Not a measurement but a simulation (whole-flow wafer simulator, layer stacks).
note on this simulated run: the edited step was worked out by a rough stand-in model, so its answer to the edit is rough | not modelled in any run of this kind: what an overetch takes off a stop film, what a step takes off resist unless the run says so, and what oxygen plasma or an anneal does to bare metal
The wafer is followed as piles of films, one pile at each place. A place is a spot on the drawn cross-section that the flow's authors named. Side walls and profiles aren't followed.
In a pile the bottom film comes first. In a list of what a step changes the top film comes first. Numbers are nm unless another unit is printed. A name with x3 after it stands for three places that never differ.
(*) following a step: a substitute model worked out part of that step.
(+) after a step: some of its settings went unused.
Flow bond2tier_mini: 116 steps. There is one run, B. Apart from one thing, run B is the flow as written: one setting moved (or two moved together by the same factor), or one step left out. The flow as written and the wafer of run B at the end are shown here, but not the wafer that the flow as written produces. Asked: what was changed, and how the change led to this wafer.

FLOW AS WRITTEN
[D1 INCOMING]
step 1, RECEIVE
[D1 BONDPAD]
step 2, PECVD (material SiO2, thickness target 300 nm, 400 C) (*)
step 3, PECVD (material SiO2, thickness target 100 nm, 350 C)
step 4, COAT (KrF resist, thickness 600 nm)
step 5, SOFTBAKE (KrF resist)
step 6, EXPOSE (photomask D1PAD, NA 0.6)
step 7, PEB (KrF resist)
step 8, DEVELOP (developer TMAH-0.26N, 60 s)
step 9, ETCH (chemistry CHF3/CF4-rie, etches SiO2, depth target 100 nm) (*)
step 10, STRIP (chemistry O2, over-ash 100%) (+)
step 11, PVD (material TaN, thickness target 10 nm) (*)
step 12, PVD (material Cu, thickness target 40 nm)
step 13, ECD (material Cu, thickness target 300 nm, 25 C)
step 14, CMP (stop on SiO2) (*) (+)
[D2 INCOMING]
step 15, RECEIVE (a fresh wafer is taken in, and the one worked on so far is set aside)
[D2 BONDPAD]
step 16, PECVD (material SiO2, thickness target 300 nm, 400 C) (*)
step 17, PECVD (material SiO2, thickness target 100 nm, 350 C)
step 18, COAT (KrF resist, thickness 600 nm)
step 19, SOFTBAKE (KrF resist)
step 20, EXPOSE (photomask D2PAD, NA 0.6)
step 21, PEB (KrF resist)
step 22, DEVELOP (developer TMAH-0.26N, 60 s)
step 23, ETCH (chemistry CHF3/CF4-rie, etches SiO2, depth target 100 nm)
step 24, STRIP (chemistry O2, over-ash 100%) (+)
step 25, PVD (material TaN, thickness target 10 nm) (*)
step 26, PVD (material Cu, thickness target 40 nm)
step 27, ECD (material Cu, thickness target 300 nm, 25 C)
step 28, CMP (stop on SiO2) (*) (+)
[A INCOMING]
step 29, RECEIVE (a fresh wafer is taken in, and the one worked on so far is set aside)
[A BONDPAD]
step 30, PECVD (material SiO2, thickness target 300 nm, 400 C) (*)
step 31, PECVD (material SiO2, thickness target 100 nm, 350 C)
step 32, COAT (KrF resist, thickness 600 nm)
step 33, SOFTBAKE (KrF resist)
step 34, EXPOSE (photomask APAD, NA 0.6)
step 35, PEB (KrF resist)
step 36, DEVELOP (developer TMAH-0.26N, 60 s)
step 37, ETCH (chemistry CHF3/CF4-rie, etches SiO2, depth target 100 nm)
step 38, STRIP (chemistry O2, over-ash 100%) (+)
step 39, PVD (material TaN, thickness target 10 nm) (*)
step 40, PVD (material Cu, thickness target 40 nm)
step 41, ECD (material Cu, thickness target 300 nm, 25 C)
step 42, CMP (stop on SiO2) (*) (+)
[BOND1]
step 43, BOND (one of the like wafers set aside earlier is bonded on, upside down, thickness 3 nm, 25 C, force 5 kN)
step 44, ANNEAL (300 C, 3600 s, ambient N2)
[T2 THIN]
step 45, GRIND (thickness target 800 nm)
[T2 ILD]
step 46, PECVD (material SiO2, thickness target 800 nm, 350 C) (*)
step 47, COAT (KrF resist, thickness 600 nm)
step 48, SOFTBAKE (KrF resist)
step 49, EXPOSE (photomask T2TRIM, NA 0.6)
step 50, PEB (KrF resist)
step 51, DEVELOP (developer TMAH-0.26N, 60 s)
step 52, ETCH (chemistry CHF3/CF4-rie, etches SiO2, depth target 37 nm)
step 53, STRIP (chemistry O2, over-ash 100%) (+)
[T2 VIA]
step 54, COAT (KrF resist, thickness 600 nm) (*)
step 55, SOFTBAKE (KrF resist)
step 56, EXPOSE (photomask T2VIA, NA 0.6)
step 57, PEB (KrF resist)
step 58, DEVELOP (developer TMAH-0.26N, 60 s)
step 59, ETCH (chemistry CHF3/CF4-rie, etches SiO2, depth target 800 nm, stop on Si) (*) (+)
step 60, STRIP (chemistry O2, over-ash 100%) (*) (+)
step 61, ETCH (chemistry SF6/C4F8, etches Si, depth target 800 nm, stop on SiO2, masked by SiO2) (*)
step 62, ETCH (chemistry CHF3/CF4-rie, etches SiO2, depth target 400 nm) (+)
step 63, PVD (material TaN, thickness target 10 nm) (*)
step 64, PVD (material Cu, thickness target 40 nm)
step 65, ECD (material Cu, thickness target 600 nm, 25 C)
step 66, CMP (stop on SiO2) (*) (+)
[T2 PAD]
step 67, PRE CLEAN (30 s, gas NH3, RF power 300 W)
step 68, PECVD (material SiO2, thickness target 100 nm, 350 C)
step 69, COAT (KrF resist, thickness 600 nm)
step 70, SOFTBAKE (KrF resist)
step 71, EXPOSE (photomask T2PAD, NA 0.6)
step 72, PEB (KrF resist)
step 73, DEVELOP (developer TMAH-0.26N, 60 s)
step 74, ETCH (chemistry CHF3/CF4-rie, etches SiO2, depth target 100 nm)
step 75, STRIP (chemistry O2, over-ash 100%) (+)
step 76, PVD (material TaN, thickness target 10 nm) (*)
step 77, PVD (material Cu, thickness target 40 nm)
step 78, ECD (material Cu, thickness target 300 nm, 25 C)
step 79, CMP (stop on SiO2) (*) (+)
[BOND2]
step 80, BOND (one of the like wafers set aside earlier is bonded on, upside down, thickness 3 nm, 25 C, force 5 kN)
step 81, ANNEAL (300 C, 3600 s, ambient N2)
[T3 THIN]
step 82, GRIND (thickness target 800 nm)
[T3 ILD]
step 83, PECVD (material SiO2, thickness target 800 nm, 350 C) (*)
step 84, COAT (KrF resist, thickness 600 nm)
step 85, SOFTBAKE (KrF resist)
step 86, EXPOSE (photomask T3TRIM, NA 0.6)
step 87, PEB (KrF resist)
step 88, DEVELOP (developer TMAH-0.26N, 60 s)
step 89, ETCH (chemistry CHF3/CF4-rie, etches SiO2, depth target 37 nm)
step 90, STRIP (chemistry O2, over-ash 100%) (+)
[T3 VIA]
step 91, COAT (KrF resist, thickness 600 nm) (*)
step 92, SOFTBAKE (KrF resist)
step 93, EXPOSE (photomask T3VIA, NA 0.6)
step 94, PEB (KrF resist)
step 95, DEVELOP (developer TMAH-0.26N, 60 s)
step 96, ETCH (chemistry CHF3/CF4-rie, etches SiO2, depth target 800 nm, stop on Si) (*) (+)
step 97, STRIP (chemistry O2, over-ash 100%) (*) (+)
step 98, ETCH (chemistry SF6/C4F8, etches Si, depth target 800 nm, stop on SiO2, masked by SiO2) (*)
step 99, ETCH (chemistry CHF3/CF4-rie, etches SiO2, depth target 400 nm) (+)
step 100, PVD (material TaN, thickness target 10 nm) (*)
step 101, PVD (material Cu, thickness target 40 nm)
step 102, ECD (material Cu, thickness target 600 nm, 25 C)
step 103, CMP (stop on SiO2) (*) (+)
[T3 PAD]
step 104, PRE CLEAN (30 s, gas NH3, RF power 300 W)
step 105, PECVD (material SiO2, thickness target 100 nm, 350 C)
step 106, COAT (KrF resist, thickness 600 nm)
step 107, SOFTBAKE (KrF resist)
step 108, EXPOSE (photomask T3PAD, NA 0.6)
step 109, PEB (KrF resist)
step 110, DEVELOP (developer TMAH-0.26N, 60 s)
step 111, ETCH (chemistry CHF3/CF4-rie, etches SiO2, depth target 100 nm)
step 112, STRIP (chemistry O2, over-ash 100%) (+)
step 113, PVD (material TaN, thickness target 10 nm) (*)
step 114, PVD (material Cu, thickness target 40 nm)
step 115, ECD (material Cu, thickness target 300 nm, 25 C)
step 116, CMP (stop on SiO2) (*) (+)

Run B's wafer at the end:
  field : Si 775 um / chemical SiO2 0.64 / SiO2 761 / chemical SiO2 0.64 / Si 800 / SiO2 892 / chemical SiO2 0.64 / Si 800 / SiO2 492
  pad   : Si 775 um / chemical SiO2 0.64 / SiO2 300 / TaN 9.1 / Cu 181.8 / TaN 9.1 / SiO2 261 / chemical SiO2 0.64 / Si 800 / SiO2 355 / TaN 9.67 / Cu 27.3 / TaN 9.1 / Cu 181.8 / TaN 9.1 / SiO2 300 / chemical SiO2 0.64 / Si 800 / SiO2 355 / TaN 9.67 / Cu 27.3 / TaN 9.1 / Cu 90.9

What caused this: step 2, PECVD: thickness target 261 nm was run, though the flow has thickness target 300 nm.
One can read it off the wafer: pad has SiO2 261, and step 2 as written asks for 300 nm.

How this came from the change, step by step:
  step 2, PECVD (material SiO2, thickness target 300 nm, 400 C) (*)
      field, pad, via: SiO2 gains 261 (new film) (it would be, as written: SiO2 gains 300 (new film))
  step 43, BOND (one of the like wafers set aside earlier is bonded on, upside down, thickness 3 nm, 25 C, force 5 kN)
      field: Si gains 775 um (new film), chemical SiO2 gains 0.64 (new film), SiO2 gains 361 (it would be, as written: Si gains 775 um (new film), chemical SiO2 gains 0.64 (new film), SiO2 gains 400)
      pad: Si gains 775 um (new film), chemical SiO2 gains 0.64 (new film), SiO2 gains 261 (new film), TaN gains 9.1 (new film), Cu gains 90.9 (it would be, as written: Si gains 775 um (new film), chemical SiO2 gains 0.64 (new film), SiO2 gains 300 (new film), TaN gains 9.1 (new film), Cu gains 90.9)
      (and at 1 other place as well)
